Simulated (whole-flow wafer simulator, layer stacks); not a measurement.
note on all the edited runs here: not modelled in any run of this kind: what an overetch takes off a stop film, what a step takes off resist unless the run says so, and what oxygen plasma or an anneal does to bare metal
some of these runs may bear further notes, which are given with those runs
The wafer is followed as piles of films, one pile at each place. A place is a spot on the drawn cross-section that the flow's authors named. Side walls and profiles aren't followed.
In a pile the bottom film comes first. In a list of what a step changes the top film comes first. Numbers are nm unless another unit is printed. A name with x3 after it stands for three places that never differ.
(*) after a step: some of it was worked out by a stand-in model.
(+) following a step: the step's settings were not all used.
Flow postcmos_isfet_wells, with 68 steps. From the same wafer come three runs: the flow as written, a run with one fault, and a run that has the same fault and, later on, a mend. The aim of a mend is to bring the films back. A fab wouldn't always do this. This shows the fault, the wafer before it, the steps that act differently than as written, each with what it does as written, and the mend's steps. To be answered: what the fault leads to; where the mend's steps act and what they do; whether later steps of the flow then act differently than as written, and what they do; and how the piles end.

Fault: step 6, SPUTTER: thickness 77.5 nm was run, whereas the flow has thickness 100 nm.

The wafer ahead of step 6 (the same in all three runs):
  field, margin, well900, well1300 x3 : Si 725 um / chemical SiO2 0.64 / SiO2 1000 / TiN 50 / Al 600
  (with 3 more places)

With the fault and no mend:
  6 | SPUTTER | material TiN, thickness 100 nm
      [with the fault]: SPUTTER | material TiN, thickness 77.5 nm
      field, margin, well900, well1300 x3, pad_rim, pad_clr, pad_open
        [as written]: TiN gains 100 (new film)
        [with the fault]: TiN gains 77.5 (new film)
  Steps later in the flow that act otherwise than as written:
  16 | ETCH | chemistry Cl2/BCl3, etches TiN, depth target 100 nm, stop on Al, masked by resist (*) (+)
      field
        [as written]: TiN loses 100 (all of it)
        [with the fault]: TiN loses 77.5 (all of it)
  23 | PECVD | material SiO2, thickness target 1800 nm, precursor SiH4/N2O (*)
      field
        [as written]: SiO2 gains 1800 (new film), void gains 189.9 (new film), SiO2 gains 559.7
        [with the fault]: SiO2 gains 1800 (new film), void gains 173 (new film), SiO2 gains 554.1
  The piles end different from the flow's at field, margin, well900, well1300 x3, pad_rim, pad_clr, pad_open by more than 2% or 0.5 nm, whichever is larger.
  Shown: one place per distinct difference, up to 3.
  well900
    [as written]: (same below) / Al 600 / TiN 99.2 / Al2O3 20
    [with the fault]: (same below) / Al 600 / TiN 76.7 / Al2O3 20
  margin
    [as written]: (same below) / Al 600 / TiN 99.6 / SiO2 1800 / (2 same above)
    [with the fault]: (same below) / Al 600 / TiN 77.1 / SiO2 1800 / (2 same above)
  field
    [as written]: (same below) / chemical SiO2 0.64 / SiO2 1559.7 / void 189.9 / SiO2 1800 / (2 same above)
    [with the fault]: (same below) / chemical SiO2 0.64 / SiO2 1554.1 / void 173 / SiO2 1800 / (2 same above)

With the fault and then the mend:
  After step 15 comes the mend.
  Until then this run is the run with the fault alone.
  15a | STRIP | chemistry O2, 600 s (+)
      margin, well900, well1300 x3, pad_rim, pad_clr, pad_open
        KrF resist loses 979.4 (all of it)
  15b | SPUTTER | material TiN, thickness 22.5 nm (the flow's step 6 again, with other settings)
      field, margin, well900, well1300 x3, pad_rim, pad_clr, pad_open
        TiN gains 22.5
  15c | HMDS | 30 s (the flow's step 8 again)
      does not change any film at any place that is followed
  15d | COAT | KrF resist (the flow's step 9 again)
      field, margin, well900, well1300 x3, pad_rim, pad_clr, pad_open
        KrF resist gains 1000 (new film)
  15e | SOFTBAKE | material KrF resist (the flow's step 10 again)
      does not change any film at any place that is followed
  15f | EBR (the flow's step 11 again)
      does not change any film at any place that is followed
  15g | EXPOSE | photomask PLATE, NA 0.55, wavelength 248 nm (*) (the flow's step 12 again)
      does not change any film at any place that is followed
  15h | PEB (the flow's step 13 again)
      field, margin, well900, well1300 x3, pad_rim, pad_clr, pad_open
        KrF resist loses 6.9
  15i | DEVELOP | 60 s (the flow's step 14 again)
      margin, well900, well1300 x3, pad_rim, pad_clr, pad_open
        KrF resist loses 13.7
      field
        KrF resist loses 993.1 (all of it)
  Later steps of the flow that are run all act as written at every place that is followed.
  The piles end the same as the flow's at every place that both follow.
